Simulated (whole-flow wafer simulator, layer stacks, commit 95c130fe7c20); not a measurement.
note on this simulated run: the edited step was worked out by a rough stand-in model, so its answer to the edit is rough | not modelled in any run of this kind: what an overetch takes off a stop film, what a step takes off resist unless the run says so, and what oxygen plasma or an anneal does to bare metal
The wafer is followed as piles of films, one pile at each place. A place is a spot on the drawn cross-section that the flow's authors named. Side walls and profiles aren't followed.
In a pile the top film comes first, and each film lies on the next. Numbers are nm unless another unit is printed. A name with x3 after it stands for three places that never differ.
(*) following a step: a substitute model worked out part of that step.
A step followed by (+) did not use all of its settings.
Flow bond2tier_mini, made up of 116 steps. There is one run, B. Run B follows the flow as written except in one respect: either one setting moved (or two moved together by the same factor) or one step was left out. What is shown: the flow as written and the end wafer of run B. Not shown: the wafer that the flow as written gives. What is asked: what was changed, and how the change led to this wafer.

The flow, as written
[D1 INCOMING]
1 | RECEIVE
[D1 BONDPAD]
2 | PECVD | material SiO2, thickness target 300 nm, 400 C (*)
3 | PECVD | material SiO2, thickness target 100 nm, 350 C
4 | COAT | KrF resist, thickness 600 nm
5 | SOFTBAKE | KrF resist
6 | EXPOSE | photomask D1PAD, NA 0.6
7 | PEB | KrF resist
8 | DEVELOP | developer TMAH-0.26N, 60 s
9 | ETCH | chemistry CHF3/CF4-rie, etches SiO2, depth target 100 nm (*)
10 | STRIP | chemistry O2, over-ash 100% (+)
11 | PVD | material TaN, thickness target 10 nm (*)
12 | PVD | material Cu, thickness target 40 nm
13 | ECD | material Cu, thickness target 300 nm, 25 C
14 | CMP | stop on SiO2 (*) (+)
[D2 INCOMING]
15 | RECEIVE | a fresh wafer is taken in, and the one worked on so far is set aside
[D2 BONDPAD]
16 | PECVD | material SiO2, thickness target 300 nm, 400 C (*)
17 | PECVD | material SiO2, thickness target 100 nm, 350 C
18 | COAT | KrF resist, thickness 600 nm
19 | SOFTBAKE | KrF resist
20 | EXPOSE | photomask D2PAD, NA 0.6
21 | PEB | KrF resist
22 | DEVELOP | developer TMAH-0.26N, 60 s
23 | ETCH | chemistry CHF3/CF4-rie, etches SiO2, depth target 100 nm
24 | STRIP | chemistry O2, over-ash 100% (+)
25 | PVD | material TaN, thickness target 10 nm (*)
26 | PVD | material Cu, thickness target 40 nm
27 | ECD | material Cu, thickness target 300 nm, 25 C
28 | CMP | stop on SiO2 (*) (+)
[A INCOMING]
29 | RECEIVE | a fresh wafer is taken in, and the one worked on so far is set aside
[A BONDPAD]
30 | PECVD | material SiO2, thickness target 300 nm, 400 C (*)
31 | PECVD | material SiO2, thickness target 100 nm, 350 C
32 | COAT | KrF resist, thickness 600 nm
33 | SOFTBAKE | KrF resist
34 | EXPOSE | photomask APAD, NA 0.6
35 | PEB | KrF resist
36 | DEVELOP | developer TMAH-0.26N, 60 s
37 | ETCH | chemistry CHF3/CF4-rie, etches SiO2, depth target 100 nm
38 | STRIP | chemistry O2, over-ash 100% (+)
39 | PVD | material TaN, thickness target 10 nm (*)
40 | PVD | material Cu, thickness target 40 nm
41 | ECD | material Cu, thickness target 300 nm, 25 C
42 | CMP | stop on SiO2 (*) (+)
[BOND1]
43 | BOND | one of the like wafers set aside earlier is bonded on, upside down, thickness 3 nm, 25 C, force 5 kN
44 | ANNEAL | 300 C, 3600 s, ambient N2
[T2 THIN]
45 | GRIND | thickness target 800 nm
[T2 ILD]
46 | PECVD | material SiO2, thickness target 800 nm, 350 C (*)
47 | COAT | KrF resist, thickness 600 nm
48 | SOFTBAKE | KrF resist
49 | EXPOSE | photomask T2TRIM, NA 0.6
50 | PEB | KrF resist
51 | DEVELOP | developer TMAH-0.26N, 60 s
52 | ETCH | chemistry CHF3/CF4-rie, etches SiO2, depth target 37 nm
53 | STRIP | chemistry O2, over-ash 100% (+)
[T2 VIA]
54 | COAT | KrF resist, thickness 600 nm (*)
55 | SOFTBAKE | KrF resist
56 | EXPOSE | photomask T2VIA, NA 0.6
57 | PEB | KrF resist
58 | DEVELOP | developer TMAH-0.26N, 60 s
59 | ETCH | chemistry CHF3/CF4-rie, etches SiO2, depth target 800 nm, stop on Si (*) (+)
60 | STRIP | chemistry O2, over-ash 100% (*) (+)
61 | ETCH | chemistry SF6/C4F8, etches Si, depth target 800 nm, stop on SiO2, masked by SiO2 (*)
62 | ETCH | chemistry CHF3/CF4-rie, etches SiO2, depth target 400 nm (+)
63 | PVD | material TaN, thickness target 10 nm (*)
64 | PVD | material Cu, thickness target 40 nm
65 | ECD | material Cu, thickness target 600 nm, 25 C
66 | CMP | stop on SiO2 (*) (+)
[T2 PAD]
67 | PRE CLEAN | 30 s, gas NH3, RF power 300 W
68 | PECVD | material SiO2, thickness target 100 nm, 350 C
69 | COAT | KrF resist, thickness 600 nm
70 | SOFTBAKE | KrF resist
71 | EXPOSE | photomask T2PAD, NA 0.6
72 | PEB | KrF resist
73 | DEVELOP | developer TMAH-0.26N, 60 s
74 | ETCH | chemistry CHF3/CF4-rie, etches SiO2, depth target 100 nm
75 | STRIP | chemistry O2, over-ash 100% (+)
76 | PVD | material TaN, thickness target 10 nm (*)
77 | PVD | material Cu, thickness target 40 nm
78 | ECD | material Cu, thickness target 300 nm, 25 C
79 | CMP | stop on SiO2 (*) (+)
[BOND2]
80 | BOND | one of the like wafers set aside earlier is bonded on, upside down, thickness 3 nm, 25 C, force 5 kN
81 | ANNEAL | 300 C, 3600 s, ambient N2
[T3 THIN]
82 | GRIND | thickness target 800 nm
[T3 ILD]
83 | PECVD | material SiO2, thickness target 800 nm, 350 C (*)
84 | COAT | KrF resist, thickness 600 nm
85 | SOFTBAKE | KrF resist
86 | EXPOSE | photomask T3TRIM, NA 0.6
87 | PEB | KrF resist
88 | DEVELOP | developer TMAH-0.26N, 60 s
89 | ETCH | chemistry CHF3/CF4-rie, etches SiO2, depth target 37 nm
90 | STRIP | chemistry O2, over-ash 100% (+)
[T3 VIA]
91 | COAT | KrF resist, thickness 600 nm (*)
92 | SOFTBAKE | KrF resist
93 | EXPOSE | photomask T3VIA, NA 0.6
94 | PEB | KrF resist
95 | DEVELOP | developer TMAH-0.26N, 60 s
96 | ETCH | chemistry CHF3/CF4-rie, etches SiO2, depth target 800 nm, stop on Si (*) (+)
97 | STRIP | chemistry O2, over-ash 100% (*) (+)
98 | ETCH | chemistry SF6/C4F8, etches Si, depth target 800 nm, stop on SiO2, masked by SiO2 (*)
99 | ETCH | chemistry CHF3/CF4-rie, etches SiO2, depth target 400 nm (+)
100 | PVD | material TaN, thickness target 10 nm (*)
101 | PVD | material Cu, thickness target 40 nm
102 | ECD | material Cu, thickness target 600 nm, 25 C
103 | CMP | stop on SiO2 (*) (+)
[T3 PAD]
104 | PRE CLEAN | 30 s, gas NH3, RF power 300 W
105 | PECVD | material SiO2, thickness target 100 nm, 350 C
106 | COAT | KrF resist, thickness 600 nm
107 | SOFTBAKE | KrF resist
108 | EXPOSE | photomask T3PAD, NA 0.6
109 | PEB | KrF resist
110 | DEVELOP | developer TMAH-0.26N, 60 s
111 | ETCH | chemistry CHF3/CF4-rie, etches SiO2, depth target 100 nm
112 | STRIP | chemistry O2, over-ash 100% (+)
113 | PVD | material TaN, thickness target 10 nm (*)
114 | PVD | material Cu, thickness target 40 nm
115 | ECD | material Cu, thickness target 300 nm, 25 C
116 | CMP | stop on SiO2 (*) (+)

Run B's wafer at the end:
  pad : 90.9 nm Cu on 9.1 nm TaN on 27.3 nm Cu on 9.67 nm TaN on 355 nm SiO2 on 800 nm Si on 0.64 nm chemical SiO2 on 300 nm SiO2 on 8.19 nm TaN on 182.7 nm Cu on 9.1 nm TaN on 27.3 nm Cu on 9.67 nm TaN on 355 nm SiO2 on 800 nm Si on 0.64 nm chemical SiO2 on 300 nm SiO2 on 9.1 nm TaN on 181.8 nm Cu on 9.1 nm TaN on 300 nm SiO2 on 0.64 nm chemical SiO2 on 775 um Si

The reason: step 25, PVD: thickness target 9 nm was run, though the flow has thickness target 10 nm.

How this came from the change, step by step:
  25 | PVD | material TaN, thickness target 10 nm (*)
      field: +9 TaN (new film) (in the flow as written it would be: +10 TaN (new film))
      pad: +8.19 TaN (new film) (in the flow as written it would be: +9.1 TaN (new film))
      (and at 1 other place as well)
  28 | CMP | stop on SiO2 (*) (+)
      field: -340 Cu (all of it), -9 TaN (all of it) (in the flow as written it would be: -340 Cu (all of it), -10 TaN (all of it))
  80 | BOND | one of the like wafers set aside earlier is bonded on, upside down, thickness 3 nm, 25 C, force 5 kN
      pad: +775 um Si (new film), +0.64 chemical SiO2 (new film), +300 SiO2 (new film), +8.19 TaN (new film), +91.8 Cu (in the flow as written it would be: +775 um Si (new film), +0.64 chemical SiO2 (new film), +300 SiO2 (new film), +9.1 TaN (new film), +90.9 Cu)
